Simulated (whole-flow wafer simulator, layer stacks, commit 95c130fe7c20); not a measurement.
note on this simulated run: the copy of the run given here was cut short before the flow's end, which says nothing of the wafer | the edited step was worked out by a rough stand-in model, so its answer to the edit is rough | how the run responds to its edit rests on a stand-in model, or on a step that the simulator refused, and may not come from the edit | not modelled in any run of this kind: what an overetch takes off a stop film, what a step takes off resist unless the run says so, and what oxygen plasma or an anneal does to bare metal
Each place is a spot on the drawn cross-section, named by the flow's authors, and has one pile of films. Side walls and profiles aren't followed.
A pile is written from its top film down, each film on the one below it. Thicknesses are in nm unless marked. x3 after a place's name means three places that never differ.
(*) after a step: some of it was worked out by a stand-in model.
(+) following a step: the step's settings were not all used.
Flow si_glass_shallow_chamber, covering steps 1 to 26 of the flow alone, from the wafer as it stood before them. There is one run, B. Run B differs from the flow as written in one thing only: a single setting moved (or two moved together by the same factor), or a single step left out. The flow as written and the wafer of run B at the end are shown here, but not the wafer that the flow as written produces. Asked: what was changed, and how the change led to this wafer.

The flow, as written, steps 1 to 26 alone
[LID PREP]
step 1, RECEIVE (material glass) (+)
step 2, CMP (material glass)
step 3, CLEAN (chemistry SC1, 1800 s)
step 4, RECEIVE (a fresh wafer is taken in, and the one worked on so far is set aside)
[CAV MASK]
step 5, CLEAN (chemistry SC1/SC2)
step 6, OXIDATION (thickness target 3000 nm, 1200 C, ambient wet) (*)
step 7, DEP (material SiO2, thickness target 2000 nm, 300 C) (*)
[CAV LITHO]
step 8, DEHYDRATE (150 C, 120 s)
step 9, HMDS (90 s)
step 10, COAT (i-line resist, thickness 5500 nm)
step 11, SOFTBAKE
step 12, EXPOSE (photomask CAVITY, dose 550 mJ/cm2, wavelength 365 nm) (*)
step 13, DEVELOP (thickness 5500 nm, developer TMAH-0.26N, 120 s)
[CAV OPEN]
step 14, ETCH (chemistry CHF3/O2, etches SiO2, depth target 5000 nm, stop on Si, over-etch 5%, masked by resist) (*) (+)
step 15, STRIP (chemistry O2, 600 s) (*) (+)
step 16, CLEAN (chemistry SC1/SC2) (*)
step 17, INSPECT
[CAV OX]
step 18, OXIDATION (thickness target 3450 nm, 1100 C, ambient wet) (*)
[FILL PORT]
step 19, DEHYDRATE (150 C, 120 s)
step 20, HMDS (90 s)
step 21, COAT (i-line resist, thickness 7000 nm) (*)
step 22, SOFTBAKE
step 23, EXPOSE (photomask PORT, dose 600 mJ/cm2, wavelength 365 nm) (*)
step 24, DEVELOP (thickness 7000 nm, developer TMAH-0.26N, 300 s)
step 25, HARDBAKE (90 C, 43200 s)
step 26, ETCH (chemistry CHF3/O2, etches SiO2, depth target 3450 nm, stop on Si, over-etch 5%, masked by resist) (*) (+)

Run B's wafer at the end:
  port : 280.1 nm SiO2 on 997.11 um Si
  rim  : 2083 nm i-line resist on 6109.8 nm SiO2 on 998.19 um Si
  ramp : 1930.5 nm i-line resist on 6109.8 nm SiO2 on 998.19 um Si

Cause: step 26, ETCH: depth target 3019 nm was run, though the flow has depth target 3450 nm.

Step by step, how the change led to this:
  step 26, ETCH (chemistry CHF3/O2, etches SiO2, depth target 3450 nm, stop on Si, over-etch 5%, masked by resist) (*) (+)
      port: -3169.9 SiO2 (as written it would have been: -3450 SiO2 (all of it), -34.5 Si)
      rim, ramp, cav, ring: -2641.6 i-line resist (as written it would have been: -3018.8 i-line resist)
      (also at 1 further place)
